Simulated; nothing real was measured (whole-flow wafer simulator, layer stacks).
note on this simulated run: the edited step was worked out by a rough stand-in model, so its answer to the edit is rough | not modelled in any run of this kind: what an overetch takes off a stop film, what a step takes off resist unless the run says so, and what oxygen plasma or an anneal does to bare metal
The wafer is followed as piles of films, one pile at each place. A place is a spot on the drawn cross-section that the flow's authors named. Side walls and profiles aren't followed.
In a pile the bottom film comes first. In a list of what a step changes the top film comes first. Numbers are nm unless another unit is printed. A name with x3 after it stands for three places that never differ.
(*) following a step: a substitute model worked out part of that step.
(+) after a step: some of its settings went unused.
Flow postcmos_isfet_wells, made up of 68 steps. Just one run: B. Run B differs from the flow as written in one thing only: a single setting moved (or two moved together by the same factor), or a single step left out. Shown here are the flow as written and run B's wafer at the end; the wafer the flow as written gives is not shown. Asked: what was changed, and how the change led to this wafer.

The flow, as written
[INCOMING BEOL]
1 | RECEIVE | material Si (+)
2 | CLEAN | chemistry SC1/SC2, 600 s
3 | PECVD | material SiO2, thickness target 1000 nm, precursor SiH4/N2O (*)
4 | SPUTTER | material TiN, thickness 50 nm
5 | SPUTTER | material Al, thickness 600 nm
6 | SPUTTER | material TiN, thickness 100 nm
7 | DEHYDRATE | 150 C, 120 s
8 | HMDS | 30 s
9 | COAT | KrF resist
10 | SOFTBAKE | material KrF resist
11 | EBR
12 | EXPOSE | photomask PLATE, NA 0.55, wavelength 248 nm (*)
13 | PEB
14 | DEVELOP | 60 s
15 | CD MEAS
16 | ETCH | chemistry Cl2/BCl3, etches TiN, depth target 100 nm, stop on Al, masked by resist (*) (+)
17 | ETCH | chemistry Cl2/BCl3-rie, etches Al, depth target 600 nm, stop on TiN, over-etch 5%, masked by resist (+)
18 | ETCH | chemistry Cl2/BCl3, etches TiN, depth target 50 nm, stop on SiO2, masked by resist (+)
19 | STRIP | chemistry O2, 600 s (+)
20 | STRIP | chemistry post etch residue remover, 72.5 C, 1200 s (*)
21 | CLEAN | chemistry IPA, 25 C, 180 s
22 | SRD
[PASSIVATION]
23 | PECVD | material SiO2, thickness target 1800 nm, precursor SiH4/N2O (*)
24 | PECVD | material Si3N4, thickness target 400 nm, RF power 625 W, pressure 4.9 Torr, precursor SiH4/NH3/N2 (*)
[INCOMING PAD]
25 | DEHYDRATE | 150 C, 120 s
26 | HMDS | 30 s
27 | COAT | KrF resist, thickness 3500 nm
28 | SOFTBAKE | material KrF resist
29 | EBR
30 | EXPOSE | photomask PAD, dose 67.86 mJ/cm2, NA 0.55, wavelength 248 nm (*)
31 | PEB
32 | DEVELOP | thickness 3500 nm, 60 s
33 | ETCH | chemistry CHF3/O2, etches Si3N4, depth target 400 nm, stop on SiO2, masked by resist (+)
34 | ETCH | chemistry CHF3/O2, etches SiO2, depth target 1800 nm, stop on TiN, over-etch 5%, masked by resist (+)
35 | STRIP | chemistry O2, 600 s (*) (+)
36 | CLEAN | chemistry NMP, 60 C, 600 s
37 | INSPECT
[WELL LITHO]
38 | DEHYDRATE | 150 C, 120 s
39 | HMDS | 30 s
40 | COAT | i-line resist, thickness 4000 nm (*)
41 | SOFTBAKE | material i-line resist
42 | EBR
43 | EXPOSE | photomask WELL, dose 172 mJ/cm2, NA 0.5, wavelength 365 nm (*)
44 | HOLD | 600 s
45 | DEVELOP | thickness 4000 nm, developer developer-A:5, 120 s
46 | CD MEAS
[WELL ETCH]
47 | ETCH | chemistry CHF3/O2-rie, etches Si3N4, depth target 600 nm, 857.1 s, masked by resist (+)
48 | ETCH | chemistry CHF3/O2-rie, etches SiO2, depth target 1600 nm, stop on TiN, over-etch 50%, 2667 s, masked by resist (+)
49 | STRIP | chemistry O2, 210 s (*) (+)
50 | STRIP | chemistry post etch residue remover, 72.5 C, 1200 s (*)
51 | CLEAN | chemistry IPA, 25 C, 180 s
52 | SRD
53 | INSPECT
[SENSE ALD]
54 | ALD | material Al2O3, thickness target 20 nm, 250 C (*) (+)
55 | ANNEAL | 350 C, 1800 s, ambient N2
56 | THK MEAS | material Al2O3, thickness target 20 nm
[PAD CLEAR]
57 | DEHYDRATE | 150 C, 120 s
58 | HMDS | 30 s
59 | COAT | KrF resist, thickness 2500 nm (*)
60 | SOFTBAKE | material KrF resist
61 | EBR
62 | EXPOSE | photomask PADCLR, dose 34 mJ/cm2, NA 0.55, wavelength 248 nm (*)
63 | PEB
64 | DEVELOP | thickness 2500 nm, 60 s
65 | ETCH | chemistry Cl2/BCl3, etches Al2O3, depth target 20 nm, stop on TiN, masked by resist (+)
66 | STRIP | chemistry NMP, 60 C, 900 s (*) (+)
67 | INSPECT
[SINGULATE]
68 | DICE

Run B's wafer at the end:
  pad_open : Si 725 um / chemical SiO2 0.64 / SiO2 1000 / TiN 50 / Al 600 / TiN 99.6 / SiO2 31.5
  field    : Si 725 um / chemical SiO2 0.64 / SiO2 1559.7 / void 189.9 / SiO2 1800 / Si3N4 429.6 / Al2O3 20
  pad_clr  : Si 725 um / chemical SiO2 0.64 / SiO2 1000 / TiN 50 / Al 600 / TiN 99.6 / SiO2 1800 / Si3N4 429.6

Cause: step 24, PECVD: thickness target 430 nm was run, while the flow as written has thickness target 400 nm.

Step by step, how the change led to this:
  24 | PECVD | material Si3N4, thickness target 400 nm, RF power 625 W, pressure 4.9 Torr, precursor SiH4/NH3/N2 (*)
      field, margin, well900, well1300 x3, pad_rim, pad_clr, pad_open: +430 Si3N4 (new film) (in the flow as written it would be: +400 Si3N4 (new film))
  33 | ETCH | chemistry CHF3/O2, etches Si3N4, depth target 400 nm, stop on SiO2, masked by resist (+)
      pad_open: -400 Si3N4 (in the flow as written it would be: -400 Si3N4 (all of it))
  34 | ETCH | chemistry CHF3/O2, etches SiO2, depth target 1800 nm, stop on TiN, over-etch 5%, masked by resist (+)
      pad_open: -30 Si3N4 (all of it), -1768.5 SiO2 (in the flow as written it would be: -1800 SiO2 (all of it))
  47 | ETCH | chemistry CHF3/O2-rie, etches Si3N4, depth target 600 nm, 857.1 s, masked by resist (+)
      well900, well1300 x3: -430 Si3N4 (all of it), -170 SiO2 (in the flow as written it would be: -400 Si3N4 (all of it), -200 SiO2)
